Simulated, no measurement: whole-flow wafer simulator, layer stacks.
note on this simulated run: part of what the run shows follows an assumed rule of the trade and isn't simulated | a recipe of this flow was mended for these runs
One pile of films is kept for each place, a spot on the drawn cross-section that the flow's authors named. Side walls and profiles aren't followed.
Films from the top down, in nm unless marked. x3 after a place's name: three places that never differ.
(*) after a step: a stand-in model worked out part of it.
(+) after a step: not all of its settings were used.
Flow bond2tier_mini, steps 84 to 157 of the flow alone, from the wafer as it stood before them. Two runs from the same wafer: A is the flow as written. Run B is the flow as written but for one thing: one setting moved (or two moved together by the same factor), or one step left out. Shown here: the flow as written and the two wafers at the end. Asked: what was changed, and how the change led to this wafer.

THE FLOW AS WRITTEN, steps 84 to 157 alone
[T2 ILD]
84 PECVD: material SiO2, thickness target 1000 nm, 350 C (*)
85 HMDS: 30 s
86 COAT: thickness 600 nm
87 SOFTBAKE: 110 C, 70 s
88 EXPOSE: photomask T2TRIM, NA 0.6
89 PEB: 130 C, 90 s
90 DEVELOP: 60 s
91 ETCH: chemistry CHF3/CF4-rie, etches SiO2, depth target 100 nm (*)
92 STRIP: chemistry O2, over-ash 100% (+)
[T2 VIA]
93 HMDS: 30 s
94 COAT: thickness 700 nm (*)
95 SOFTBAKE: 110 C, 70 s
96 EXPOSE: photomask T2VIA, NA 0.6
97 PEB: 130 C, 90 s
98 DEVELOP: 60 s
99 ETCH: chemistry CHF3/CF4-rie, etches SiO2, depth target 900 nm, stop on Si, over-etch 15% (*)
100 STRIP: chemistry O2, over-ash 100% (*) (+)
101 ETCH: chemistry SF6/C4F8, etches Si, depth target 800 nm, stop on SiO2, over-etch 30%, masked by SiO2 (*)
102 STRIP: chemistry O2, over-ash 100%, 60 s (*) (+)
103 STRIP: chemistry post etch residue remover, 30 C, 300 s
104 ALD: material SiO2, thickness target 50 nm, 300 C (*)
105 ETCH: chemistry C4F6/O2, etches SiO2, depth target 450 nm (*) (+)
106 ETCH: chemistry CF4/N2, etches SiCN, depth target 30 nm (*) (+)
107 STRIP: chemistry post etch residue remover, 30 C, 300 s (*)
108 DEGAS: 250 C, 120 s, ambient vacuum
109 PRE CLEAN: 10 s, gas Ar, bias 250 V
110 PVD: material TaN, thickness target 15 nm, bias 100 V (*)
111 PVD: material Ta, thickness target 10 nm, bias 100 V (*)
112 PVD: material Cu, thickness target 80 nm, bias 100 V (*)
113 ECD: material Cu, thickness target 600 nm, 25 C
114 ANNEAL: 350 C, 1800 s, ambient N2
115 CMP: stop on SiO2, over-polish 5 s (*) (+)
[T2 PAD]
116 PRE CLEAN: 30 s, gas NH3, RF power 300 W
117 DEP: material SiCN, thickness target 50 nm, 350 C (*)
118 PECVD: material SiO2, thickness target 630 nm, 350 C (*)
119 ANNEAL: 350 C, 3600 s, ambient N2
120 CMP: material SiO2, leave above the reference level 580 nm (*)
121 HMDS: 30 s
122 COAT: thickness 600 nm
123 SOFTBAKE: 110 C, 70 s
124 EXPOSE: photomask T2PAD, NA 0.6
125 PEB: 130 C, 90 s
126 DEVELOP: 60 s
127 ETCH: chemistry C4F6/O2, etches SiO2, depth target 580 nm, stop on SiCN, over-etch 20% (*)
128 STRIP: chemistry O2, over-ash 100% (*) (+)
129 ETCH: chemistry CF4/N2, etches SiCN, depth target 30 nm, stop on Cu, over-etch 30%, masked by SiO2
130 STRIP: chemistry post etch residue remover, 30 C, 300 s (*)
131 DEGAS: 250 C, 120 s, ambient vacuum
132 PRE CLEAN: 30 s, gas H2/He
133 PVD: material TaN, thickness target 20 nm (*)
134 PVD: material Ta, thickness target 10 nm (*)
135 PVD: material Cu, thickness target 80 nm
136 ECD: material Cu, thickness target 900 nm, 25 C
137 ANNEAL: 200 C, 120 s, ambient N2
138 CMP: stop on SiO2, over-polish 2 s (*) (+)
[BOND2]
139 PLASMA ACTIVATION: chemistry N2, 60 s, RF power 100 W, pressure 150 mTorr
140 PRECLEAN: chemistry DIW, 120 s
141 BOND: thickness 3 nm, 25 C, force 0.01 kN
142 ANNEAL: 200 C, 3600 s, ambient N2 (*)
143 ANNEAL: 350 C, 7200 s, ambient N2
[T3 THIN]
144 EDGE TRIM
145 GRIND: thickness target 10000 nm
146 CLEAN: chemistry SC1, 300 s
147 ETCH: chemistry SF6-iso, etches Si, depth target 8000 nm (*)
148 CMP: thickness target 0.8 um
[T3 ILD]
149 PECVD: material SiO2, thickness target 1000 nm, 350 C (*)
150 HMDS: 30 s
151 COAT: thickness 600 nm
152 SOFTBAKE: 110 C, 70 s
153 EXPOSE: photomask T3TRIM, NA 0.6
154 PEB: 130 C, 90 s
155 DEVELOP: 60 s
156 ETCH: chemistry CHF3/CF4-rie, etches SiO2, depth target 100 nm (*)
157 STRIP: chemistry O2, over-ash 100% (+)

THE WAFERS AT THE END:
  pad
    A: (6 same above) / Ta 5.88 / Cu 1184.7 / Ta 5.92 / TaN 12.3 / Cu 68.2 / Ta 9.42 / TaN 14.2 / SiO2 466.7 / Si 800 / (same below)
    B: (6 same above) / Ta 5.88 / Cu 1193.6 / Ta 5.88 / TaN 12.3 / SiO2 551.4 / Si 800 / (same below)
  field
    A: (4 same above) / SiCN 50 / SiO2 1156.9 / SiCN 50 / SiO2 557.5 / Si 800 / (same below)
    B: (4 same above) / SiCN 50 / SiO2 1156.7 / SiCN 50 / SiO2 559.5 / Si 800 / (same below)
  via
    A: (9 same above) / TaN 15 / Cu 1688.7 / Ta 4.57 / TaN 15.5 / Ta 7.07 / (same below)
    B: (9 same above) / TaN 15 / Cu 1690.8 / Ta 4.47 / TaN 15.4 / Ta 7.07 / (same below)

The cause: step 91, ETCH: chemistry CHF3/CF4-rie, etches SiO2, depth target 100 nm (*), was left out.

How the change led to this, step by step:
  92 STRIP: chemistry O2, over-ash 100% (+)
      field: A thick-KrF-resist -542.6 (all of it) | B thick-KrF-resist -575.9 (all of it)
  94 COAT: thickness 700 nm (*)
      field: A thick-KrF-resist +656.8 (new film) | B thick-KrF-resist +700 (new film)
      pad: A thick-KrF-resist +744.9 (new film) | B thick-KrF-resist +700 (new film)
      (and at 1 more place)
  97 PEB: 130 C, 90 s
      field: A thick-KrF-resist -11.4 | B thick-KrF-resist -12.3
      pad: A thick-KrF-resist -13.2 | B thick-KrF-resist -12.3
      (and at 1 more place)
  98 DEVELOP: 60 s
      via: A thick-KrF-resist -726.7 (all of it) | B thick-KrF-resist -687.7 (all of it)
  99 ETCH: chemistry CHF3/CF4-rie, etches SiO2, depth target 900 nm, stop on Si, over-etch 15% (*)
      via: A SiO2 -900 (all of it), Si -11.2 | B SiO2 -1000 (all of it), Si -2.92
  100 STRIP: chemistry O2, over-ash 100% (*) (+)
      field: A thick-KrF-resist -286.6 (all of it) | B thick-KrF-resist -329 (all of it)
      pad: A thick-KrF-resist -372.9 (all of it) | B thick-KrF-resist -329 (all of it)
  110 PVD: material TaN, thickness target 15 nm, bias 100 V (*)
      pad: A TaN +14.2 (new film) | B TaN +15 (new film)
  111 PVD: material Ta, thickness target 10 nm, bias 100 V (*)
      pad: A Ta +9.42 (new film) | B Ta +10 (new film)
  112 PVD: material Cu, thickness target 80 nm, bias 100 V (*)
      pad: A Cu +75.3 (new film) | B Cu +80 (new film)
      via: A Cu +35 (new film) | B Cu +34.2 (new film)
  113 ECD: material Cu, thickness target 600 nm, 25 C
      pad: A Cu +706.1 | B Cu +600
  115 CMP: stop on SiO2, over-polish 5 s (*) (+)
      pad: A Cu -711.3 | B Cu -680 (all of it), Ta -10 (all of it), TaN -15 (all of it), SiO2 -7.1
      field: A Cu -680 (all of it), Ta -10 (all of it), TaN -15 (all of it), SiO2 -9.22 | B Cu -680 (all of it), Ta -10 (all of it), TaN -15 (all of it), SiO2 -7.1
  120 CMP: material SiO2, leave above the reference level 580 nm (*)
      pad: A SiO2 -50 | B SiO2 -47.4
  129 ETCH: chemistry CF4/N2, etches SiCN, depth target 30 nm, stop on Cu, over-etch 30%, masked by SiO2
      pad: A SiCN -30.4 (all of it), Cu -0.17 | B SiCN -30.9 (all of it), SiO2 -8.11
  130 STRIP: chemistry post etch residue remover, 30 C, 300 s (*)
      pad: A Cu -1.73 | B nothing
